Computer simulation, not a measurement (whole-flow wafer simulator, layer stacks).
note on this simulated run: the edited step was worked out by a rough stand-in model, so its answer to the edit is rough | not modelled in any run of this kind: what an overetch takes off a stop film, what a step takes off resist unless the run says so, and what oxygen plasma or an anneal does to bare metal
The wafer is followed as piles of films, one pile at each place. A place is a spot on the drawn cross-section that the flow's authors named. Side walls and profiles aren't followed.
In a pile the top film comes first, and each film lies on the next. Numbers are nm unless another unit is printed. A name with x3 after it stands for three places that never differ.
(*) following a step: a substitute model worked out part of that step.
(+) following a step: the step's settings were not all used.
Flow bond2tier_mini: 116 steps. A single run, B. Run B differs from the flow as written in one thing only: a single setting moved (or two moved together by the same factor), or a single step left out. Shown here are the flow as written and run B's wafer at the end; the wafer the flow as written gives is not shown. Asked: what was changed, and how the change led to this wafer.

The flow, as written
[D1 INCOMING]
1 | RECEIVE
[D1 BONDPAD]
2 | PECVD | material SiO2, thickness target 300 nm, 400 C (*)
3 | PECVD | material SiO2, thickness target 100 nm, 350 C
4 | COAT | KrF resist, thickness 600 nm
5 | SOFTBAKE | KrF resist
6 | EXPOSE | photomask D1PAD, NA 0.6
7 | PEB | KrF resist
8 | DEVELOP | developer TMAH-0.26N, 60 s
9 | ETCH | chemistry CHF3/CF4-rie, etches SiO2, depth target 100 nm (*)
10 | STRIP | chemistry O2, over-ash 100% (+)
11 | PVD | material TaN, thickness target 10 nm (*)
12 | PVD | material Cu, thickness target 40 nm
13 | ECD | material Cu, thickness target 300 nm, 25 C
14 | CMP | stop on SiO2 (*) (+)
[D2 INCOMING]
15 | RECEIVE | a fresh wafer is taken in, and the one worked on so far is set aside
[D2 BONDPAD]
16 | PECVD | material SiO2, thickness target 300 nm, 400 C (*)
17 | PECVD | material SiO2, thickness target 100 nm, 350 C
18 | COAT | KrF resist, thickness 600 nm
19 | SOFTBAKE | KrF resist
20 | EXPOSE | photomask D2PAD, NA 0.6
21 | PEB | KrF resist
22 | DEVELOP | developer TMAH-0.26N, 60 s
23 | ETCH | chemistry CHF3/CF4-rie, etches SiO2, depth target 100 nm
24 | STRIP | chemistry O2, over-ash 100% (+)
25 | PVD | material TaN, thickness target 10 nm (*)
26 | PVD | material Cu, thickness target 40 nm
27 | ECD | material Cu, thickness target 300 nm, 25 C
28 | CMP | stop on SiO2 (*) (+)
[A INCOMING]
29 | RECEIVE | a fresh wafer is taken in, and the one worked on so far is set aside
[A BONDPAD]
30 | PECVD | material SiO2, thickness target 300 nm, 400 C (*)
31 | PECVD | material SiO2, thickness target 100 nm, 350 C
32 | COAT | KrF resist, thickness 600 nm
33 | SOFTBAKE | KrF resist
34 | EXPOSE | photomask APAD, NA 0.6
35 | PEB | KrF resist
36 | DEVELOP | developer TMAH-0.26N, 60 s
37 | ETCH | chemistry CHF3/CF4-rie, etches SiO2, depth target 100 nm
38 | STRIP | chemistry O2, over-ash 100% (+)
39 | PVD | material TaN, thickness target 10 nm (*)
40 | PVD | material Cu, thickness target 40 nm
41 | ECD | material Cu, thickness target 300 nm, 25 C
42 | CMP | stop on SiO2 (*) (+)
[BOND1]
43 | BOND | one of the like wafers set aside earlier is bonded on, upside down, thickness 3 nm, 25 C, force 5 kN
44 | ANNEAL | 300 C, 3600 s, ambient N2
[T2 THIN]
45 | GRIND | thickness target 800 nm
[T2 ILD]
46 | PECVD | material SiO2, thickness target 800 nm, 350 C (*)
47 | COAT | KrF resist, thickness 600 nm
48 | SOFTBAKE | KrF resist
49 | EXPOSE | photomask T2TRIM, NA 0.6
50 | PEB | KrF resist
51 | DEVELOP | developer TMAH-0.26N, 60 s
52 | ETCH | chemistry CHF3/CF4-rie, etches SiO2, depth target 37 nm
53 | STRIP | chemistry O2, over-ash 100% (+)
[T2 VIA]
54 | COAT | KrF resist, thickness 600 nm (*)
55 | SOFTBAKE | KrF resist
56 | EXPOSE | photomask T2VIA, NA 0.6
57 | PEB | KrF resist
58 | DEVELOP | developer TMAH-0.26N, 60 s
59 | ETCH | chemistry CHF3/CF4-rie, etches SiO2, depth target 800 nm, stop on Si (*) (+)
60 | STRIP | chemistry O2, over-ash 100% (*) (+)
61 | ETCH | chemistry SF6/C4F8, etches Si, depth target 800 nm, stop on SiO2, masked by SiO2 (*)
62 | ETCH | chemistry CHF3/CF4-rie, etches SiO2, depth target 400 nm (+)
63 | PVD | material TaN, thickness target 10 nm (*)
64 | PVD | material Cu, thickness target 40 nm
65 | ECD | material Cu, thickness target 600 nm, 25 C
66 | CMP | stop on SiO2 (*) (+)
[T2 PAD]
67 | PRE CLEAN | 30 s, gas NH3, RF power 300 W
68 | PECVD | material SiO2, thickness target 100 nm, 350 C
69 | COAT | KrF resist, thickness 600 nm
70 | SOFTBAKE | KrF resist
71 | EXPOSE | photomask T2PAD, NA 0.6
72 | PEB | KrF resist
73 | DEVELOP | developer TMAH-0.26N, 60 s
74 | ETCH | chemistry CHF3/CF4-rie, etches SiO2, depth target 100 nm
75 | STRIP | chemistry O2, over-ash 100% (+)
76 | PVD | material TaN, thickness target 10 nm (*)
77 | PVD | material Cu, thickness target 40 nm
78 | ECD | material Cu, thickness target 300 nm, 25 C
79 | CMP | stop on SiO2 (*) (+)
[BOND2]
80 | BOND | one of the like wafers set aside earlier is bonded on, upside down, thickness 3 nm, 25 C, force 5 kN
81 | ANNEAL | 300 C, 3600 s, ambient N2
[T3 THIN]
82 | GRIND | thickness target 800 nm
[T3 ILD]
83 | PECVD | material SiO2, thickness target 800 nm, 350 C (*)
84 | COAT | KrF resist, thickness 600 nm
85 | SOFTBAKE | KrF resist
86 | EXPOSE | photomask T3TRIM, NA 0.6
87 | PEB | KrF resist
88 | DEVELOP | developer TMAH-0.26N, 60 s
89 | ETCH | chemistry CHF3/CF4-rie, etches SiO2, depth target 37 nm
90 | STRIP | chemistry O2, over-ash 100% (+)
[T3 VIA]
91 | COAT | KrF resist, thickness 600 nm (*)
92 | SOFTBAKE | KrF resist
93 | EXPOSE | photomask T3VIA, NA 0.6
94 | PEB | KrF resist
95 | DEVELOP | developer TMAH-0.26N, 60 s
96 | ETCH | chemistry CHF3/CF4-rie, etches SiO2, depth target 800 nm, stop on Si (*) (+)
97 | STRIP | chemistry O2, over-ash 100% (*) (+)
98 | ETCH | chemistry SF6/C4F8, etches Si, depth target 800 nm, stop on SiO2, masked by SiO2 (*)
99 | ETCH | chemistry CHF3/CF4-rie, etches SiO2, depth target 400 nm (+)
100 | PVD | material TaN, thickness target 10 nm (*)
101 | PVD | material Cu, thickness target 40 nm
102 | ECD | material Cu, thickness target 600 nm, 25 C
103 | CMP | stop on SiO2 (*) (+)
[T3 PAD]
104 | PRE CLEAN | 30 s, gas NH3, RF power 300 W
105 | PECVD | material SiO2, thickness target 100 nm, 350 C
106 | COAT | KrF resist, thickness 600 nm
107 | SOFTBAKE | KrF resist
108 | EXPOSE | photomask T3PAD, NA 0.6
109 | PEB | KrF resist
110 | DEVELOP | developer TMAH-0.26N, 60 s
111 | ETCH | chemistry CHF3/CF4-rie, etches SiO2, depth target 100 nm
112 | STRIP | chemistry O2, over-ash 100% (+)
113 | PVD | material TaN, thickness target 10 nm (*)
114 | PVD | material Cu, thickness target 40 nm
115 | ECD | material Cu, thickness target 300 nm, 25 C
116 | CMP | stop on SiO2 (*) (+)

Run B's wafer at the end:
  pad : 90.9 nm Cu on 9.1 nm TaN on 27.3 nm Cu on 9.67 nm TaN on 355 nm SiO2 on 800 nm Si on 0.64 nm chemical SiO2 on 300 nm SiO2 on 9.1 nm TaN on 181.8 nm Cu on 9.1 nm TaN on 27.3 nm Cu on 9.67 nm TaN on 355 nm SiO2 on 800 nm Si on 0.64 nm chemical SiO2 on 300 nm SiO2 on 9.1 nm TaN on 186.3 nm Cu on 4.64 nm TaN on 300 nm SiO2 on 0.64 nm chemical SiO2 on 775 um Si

Cause: step 39, PVD: thickness target 5.1 nm was run, while the flow as written has thickness target 10 nm.

Step by step, how the change led to this:
  39 | PVD | material TaN, thickness target 10 nm (*)
      field: +5.1 TaN (new film) (in the flow as written it would be: +10 TaN (new film))
      pad: +4.64 TaN (new film) (in the flow as written it would be: +9.1 TaN (new film))
      (as well as at 1 more place)
  42 | CMP | stop on SiO2 (*) (+)
      field: -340 Cu (all of it), -5.1 TaN (all of it) (in the flow as written it would be: -340 Cu (all of it), -10 TaN (all of it))
